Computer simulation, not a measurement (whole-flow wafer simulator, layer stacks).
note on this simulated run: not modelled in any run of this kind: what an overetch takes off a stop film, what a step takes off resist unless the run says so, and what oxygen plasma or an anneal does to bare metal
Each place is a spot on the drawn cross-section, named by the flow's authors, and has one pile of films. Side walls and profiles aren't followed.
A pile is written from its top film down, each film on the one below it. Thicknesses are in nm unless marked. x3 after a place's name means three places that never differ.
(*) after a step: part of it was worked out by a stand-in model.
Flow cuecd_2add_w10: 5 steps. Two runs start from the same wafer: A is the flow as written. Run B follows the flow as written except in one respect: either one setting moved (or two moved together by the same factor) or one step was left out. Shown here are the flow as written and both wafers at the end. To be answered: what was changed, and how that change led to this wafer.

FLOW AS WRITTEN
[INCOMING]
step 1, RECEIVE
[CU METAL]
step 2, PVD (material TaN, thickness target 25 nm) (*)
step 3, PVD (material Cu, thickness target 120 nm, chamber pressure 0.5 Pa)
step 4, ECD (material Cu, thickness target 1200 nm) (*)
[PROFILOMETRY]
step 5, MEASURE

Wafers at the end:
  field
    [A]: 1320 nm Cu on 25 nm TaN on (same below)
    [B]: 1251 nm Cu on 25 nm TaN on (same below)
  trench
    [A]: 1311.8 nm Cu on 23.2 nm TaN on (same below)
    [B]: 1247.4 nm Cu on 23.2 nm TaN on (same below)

What caused this: step 3, PVD: thickness target 51 nm was run, though the flow has thickness target 120 nm.

Step by step, how the change led to this:
  step 3, PVD (material Cu, thickness target 120 nm, chamber pressure 0.5 Pa)
      field: A Cu gains 120 (new film) | B Cu gains 51 (new film)
      trench: A Cu gains 111.8 (new film) | B Cu gains 47.4 (new film)
